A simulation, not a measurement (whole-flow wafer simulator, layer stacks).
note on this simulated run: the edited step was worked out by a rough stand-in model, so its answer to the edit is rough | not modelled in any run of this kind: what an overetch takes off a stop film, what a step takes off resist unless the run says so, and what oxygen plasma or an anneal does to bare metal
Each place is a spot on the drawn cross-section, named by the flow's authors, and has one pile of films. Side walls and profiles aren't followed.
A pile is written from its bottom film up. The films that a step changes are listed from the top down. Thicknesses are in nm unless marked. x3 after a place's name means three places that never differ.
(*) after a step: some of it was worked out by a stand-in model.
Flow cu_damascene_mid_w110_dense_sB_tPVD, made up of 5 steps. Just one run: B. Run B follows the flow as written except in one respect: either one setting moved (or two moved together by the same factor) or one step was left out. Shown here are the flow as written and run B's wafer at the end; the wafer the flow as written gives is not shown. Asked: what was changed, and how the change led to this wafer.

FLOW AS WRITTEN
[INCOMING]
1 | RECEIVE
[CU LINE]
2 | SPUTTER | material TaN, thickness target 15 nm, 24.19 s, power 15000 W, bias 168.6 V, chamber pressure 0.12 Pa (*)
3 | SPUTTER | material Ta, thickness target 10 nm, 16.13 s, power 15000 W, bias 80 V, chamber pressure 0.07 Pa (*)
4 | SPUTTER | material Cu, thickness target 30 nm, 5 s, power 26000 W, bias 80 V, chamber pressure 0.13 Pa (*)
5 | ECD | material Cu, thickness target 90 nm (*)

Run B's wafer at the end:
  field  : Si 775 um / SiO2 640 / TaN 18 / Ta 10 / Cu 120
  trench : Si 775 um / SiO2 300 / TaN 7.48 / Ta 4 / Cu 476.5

The reason: step 2, SPUTTER: 29.03 s was run, though the flow has 24.19 s.

Step by step, how the change led to this:
  2 | SPUTTER | material TaN, thickness target 15 nm, 24.19 s, power 15000 W, bias 168.6 V, chamber pressure 0.12 Pa (*)
      field: TaN gains 18 (new film) (in the flow as written it would be: TaN gains 15 (new film))
      trench: TaN gains 7.48 (new film) (in the flow as written it would be: TaN gains 6.23 (new film))
